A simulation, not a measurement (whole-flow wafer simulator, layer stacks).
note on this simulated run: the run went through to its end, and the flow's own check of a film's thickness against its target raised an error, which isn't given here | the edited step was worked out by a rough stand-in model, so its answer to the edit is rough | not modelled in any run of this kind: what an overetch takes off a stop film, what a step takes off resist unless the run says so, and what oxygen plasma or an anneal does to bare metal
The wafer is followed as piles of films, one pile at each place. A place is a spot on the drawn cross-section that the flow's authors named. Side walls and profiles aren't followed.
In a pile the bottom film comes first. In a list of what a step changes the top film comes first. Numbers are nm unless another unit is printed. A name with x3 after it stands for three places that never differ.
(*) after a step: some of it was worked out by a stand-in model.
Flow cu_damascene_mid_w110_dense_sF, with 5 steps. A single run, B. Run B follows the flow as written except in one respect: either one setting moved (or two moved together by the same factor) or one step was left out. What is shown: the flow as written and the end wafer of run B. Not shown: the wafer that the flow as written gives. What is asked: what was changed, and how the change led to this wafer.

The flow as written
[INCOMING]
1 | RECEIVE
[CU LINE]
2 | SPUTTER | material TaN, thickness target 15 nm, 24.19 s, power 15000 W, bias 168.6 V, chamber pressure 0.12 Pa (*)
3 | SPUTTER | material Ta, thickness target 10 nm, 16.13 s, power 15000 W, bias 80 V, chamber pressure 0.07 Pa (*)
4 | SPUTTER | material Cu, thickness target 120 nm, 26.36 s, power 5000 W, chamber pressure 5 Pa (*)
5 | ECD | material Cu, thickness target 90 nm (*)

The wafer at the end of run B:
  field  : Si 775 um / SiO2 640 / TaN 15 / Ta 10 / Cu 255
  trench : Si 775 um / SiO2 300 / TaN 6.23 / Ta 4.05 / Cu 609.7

What caused this: step 5, ECD: thickness target 135 nm was run, while the flow as written has thickness target 90 nm.

The path from the change to this, step by step:
  5 | ECD | material Cu, thickness target 90 nm (*)
      field: Cu gains 135 (as written it would have been: Cu gains 90)
      trench: Cu gains 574 (as written it would have been: Cu gains 529)
